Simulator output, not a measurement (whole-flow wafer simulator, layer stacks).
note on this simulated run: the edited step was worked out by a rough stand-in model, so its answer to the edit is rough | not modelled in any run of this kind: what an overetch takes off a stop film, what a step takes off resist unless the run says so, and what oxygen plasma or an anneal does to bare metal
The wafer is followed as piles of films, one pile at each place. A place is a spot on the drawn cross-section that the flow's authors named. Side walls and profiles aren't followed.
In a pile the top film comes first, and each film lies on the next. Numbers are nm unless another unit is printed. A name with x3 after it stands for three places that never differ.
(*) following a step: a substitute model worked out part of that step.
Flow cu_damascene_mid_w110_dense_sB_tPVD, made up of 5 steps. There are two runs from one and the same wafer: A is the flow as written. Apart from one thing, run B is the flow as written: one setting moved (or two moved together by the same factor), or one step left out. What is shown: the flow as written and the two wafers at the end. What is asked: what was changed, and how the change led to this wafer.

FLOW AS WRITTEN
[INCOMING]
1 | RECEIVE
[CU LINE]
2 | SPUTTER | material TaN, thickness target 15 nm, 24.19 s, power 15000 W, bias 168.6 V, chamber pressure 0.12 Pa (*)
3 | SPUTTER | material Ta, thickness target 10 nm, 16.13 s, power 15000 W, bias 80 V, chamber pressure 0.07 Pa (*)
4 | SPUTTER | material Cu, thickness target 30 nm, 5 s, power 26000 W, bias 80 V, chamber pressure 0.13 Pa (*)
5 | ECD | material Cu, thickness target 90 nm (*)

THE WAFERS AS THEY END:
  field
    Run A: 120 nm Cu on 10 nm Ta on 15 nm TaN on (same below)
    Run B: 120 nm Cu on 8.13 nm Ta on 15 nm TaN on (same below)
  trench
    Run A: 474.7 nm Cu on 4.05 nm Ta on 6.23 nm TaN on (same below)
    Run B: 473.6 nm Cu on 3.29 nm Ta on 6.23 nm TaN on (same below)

Cause: step 3, SPUTTER: 13.11 s was run, while the flow as written has 16.13 s.

How this came from the change, step by step:
  3 | SPUTTER | material Ta, thickness target 10 nm, 16.13 s, power 15000 W, bias 80 V, chamber pressure 0.07 Pa (*)
      field: A +10 Ta (new film) | B +8.13 Ta (new film)
      trench: A +4.05 Ta (new film) | B +3.29 Ta (new film)
